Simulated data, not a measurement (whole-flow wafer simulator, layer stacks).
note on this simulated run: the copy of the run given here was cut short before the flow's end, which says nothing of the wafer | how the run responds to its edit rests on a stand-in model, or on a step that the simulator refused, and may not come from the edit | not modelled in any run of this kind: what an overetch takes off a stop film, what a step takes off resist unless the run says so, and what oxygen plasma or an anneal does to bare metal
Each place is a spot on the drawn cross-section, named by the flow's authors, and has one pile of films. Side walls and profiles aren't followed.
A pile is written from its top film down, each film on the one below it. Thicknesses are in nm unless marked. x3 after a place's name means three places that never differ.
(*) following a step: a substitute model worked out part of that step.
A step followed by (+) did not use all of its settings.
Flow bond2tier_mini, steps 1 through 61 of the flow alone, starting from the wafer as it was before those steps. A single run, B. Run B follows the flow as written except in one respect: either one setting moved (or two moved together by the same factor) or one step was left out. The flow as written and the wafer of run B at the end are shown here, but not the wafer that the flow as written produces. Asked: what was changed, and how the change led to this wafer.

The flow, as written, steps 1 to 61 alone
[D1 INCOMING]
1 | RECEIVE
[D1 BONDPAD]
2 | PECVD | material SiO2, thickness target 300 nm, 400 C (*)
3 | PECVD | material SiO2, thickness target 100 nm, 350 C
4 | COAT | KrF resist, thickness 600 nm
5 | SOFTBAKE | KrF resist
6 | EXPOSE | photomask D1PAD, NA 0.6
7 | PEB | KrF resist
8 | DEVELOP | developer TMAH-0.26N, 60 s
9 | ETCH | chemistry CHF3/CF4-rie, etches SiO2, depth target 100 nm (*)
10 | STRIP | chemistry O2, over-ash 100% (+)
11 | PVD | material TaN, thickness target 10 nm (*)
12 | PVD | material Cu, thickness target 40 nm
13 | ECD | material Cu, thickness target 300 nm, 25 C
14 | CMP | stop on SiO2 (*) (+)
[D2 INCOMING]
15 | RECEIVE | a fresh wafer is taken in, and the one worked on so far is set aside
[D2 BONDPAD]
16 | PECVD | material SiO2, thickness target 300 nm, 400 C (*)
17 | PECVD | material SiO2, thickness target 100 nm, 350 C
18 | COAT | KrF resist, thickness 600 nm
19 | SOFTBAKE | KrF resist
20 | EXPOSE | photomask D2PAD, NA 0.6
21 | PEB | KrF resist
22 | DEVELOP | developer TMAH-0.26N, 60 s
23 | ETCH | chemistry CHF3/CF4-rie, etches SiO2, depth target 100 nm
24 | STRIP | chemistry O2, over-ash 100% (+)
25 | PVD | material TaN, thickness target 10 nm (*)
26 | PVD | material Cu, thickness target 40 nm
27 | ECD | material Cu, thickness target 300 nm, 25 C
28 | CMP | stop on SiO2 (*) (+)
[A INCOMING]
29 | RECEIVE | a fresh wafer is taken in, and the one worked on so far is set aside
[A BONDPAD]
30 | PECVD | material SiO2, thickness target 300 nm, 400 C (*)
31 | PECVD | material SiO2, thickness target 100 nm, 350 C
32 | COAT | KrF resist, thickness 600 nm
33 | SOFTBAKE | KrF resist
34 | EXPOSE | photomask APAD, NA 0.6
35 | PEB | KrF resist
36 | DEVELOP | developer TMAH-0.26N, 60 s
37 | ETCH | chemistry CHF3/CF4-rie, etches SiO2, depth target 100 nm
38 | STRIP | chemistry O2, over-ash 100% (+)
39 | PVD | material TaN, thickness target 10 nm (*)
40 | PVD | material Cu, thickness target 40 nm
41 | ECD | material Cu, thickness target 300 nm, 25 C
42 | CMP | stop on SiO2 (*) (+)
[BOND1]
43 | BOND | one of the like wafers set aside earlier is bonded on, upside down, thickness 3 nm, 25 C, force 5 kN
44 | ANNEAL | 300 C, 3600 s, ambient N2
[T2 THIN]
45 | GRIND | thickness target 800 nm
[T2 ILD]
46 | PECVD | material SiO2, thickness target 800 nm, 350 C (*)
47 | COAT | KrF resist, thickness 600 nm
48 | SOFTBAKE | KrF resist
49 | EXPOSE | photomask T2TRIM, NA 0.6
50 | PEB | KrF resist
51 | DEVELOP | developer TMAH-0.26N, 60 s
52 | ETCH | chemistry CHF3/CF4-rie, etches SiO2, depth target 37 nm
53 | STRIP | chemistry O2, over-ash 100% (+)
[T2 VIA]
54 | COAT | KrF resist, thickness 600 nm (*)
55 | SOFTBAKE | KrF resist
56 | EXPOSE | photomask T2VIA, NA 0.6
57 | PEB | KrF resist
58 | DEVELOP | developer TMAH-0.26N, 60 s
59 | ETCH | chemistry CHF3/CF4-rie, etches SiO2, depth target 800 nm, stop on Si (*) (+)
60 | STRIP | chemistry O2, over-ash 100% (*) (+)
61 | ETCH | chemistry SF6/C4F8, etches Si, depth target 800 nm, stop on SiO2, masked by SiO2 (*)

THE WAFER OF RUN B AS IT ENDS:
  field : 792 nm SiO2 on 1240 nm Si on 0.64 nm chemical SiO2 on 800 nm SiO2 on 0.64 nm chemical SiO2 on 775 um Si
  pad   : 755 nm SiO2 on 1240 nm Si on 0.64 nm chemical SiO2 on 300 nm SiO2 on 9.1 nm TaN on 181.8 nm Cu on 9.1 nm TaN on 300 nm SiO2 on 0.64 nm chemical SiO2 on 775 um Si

What caused this: step 45, GRIND: thickness target 1240 nm was run, whereas the flow has thickness target 800 nm.
One can read it off the wafer: field has Si 1240, and step 45 as written asks for 800 nm.

The path from the change to this, step by step:
  45 | GRIND | thickness target 800 nm
      field, pad, via: -773.76 um Si (in the flow as written it would be: -774.2 um Si)
